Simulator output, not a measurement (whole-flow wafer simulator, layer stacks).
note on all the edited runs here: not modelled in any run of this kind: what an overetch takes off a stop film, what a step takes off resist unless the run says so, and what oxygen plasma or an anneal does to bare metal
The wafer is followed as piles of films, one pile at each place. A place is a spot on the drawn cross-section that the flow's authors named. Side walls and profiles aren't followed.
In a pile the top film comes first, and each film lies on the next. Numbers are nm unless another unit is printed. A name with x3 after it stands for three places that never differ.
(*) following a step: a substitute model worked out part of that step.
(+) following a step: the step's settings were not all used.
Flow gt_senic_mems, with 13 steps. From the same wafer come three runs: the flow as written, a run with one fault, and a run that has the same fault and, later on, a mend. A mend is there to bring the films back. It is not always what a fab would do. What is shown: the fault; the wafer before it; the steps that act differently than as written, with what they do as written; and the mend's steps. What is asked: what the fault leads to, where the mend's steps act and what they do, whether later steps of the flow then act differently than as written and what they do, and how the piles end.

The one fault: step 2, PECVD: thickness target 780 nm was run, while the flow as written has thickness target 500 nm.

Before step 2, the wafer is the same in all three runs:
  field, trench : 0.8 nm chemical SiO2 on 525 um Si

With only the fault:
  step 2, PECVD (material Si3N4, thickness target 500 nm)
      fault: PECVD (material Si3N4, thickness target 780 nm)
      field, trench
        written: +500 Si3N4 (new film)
        fault: +780 Si3N4 (new film)
  Steps later in the flow that act otherwise than as written (2 more steps, not shown, differ only slightly: by at most 2% or 0.5 nm, whichever is larger):
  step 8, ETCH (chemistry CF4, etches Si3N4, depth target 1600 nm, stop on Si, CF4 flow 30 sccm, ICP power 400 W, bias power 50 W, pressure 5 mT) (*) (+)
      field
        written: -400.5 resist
        fault: -587.2 resist
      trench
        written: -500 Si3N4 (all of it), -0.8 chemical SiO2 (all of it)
        fault: -780 Si3N4 (all of it), -0.8 chemical SiO2 (all of it)
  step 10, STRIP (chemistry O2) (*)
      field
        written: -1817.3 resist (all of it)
        fault: -1630.6 resist (all of it)
  At field, the piles at the end differ from the flow's by more than 2% or 0.5 nm, whichever is larger.
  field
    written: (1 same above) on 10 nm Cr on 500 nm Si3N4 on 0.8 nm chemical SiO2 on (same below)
    fault: (1 same above) on 10 nm Cr on 780 nm Si3N4 on 0.8 nm chemical SiO2 on (same below)

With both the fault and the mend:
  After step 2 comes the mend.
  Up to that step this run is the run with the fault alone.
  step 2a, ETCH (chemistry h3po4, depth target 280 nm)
      field, trench
        -280 Si3N4
  Later steps of the flow that are run all act as written at every place that is followed.
  At every place that both follow, the piles at the end match the flow's.
